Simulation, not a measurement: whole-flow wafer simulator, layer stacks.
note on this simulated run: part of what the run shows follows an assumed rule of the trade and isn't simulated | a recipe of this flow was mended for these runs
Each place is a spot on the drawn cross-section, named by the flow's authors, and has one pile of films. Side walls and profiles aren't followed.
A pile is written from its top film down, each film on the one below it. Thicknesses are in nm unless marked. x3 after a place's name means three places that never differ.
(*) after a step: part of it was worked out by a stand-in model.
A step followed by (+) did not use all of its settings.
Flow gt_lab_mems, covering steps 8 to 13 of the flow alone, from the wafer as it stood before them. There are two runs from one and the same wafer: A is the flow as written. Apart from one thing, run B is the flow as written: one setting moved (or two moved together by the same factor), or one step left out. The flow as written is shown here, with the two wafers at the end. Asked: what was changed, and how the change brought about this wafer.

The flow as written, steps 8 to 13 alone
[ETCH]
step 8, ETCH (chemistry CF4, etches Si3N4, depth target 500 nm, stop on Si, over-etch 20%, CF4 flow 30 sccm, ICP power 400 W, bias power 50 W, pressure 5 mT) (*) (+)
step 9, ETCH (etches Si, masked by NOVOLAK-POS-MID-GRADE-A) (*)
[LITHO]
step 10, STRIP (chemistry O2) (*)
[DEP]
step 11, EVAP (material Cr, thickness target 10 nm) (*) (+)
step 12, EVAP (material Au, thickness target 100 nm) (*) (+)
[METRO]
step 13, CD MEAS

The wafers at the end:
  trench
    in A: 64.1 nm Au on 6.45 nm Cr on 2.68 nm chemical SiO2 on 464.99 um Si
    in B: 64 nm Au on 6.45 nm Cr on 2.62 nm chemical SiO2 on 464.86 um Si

What caused this: step 8, ETCH: depth target 725 nm was run, whereas the flow has depth target 500 nm.

Step by step, how the change led to this:
  step 8, ETCH (chemistry CF4, etches Si3N4, depth target 500 nm, stop on Si, over-etch 20%, CF4 flow 30 sccm, ICP power 400 W, bias power 50 W, pressure 5 mT) (*) (+)
      field: A -400 g/i-line-resist | B -580 g/i-line-resist
      trench: A -500 Si3N4 (all of it), -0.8 chemical SiO2 (all of it), -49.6 Si | B -500 Si3N4 (all of it), -0.8 chemical SiO2 (all of it), -184.6 Si
  step 10, STRIP (chemistry O2) (*)
      field: A -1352 g/i-line-resist (all of it) | B -1172 g/i-line-resist (all of it)
